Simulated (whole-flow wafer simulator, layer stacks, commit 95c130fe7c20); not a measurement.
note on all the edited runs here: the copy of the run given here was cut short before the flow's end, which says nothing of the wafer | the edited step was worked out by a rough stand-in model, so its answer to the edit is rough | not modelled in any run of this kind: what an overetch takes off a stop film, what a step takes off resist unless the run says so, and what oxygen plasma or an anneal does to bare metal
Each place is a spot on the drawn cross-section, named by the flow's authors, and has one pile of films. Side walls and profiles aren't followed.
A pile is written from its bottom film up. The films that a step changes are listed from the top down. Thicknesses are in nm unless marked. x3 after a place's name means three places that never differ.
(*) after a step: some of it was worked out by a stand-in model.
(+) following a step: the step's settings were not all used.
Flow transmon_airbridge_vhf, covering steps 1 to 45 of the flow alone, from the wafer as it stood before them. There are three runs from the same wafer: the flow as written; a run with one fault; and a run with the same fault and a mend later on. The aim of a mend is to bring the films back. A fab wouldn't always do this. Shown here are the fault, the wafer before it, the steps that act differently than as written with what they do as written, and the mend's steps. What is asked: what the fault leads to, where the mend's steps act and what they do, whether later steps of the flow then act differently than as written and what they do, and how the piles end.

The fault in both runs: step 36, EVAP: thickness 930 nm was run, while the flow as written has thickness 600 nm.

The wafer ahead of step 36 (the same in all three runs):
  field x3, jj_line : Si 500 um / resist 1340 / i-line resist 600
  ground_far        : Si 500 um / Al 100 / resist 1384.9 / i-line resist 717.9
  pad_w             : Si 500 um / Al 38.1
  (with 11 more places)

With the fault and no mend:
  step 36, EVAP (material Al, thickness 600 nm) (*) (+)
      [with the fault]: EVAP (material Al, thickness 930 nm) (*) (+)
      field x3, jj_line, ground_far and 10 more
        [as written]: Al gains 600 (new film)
        [with the fault]: Al gains 930 (new film)
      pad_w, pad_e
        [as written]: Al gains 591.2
        [with the fault]: Al gains 916.4
  Later steps of the flow acting differently than as written:
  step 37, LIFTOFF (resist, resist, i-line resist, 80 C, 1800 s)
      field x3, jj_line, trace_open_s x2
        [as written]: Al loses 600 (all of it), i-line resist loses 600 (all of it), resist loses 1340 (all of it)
        [with the fault]: Al loses 930 (all of it), i-line resist loses 600 (all of it), resist loses 1340 (all of it)
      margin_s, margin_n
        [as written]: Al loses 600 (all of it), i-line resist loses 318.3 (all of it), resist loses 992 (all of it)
        [with the fault]: Al loses 930 (all of it), i-line resist loses 318.3 (all of it), resist loses 992 (all of it)
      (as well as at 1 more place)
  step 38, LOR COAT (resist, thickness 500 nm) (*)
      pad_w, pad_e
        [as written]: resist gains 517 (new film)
        [with the fault]: resist gains 495.2 (new film)
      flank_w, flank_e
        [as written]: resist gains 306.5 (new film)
        [with the fault]: resist gains 298.4 (new film)
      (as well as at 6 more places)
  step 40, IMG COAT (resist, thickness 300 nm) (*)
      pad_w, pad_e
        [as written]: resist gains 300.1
        [with the fault]: resist gains 286.8
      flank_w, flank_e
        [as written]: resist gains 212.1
        [with the fault]: resist gains 201.5
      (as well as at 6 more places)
  By the end, the piles at pad_w, flank_w, gap_w and 7 more depart from the flow's by more than 2% or 0.5 nm, whichever is larger.
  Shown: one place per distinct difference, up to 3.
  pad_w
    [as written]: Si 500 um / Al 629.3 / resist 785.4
    [with the fault]: Si 500 um / Al 954.5 / resist 750.2
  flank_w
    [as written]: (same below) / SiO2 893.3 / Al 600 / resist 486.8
    [with the fault]: (same below) / SiO2 893.3 / Al 930 / resist 468
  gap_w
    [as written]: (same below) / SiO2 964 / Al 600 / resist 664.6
    [with the fault]: (same below) / SiO2 964 / Al 930 / resist 640.3

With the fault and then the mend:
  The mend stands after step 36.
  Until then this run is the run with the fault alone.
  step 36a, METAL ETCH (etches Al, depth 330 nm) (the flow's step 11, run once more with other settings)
      field x3, jj_line, ground_far and 12 more
        Al loses 330
  Later steps of the flow that are run all act as written at every place that is followed, up to a difference of at most 2% or 0.5 nm, whichever is larger.
  The piles end only slightly different from the flow's at the places that both follow, by no more than 2% or 0.5 nm, whichever is larger.
